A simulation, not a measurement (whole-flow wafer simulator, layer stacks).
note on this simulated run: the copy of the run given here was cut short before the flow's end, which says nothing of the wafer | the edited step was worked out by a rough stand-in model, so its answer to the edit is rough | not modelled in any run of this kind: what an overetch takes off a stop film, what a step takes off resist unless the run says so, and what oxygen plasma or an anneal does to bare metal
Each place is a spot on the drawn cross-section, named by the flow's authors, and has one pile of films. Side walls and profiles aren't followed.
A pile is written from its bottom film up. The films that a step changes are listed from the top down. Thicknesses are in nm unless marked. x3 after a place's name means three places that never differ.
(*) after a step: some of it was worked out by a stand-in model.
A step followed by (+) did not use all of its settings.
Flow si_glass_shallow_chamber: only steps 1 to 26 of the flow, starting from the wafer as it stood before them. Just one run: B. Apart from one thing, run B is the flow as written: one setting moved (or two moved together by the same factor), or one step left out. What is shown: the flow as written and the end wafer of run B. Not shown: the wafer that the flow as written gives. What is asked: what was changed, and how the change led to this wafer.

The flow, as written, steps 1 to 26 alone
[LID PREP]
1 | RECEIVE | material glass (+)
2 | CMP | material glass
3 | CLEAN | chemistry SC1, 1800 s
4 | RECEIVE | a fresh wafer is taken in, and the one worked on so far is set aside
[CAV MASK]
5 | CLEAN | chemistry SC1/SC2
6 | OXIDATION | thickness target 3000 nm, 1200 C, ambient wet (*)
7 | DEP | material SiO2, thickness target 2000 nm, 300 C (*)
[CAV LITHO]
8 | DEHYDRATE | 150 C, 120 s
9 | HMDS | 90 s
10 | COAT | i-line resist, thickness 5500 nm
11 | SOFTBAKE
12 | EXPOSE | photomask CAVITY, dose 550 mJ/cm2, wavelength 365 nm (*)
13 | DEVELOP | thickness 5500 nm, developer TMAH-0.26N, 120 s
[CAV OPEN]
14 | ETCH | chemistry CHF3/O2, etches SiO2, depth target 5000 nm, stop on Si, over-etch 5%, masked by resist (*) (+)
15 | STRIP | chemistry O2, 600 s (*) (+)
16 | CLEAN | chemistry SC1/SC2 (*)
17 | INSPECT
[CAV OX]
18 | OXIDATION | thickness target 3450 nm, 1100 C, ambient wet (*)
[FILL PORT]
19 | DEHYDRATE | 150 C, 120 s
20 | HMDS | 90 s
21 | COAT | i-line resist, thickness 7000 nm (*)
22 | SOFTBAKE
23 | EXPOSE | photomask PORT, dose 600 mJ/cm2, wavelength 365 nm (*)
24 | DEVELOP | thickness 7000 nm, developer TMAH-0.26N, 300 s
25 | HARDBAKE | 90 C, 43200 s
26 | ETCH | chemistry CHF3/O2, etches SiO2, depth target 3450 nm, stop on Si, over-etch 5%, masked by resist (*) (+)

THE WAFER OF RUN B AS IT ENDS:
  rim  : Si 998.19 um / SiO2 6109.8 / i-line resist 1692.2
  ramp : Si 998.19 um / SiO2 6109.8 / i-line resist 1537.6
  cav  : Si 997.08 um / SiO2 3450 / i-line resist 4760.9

The reason: step 14, ETCH: over-etch 7.75% was run, though the flow has over-etch 5%.

The path from the change to this, step by step:
  14 | ETCH | chemistry CHF3/O2, etches SiO2, depth target 5000 nm, stop on Si, over-etch 5%, masked by resist (*) (+)
      rim, ramp, septum, ring: -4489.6 i-line resist (in the flow as written it would be: -4375 i-line resist)
      cav, port: -5000 SiO2 (all of it), -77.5 Si (in the flow as written it would be: -5000 SiO2 (all of it), -50 Si)
  15 | STRIP | chemistry O2, 600 s (*) (+)
      rim, ramp, septum, ring: -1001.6 i-line resist (all of it) (in the flow as written it would be: -1116.2 i-line resist (all of it))
